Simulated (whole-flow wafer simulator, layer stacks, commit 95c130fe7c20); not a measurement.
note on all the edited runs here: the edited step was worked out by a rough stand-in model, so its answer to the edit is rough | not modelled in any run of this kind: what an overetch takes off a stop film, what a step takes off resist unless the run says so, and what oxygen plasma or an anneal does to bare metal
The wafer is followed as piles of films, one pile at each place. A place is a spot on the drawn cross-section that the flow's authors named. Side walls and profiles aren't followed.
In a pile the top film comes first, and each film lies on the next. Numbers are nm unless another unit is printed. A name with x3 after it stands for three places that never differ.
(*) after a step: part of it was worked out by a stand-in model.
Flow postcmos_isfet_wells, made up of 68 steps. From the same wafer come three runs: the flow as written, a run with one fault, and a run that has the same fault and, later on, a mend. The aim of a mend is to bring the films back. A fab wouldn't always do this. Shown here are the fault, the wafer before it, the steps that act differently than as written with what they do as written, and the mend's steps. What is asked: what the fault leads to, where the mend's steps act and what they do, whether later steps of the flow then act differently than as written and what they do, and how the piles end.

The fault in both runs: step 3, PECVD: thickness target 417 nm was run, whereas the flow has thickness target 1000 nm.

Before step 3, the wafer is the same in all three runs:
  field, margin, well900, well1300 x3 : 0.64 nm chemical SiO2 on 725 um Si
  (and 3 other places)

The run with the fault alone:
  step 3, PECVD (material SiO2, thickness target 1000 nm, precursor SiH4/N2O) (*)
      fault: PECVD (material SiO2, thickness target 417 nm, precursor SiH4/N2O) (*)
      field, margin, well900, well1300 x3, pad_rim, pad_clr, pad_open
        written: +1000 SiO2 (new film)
        fault: +417 SiO2 (new film)
  None of the later steps of the flow acts differently than as written at any place that is followed.
  At field, margin, well900, well1300 x3, pad_rim, pad_clr, pad_open, the piles at the end differ from the flow's by more than 2% or 0.5 nm, whichever is larger.
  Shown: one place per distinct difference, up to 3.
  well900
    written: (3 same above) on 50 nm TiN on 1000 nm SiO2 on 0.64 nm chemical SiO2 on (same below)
    fault: (3 same above) on 50 nm TiN on 417 nm SiO2 on 0.64 nm chemical SiO2 on (same below)
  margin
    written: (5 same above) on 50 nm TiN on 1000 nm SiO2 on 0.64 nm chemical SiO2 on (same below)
    fault: (5 same above) on 50 nm TiN on 417 nm SiO2 on 0.64 nm chemical SiO2 on (same below)
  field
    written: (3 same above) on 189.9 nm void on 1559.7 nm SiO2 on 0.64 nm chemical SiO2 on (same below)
    fault: (3 same above) on 189.9 nm void on 976.7 nm SiO2 on 0.64 nm chemical SiO2 on (same below)

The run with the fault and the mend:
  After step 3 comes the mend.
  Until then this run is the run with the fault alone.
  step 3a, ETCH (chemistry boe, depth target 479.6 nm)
      field, margin, well900, well1300 x3, pad_rim, pad_clr, pad_open
        -417 SiO2 (all of it), -0.64 chemical SiO2 (all of it)
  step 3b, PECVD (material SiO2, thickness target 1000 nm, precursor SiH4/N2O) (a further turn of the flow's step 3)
      field, margin, well900, well1300 x3, pad_rim, pad_clr, pad_open
        +1000 SiO2 (new film)
  None of the later steps of the flow acts differently than as written at any place that is followed.
  At field, margin, well900, well1300 x3, pad_rim, pad_clr, pad_open, the piles at the end differ from the flow's by more than 2% or 0.5 nm, whichever is larger.
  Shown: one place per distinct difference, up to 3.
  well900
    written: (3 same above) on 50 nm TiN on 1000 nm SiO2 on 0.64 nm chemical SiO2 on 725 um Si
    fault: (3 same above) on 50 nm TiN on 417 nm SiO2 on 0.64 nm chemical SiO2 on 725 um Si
    mend: (3 same above) on 50 nm TiN on 1000 nm SiO2 on 725 um Si
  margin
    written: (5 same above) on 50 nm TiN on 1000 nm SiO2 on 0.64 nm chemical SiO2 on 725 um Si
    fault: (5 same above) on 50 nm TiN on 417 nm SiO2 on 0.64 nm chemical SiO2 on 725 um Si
    mend: (5 same above) on 50 nm TiN on 1000 nm SiO2 on 725 um Si
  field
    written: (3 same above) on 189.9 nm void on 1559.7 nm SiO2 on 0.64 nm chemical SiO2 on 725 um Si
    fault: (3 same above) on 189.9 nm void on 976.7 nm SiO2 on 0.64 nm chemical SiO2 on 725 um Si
    mend: (3 same above) on 189.9 nm void on 1559.7 nm SiO2 on 725 um Si
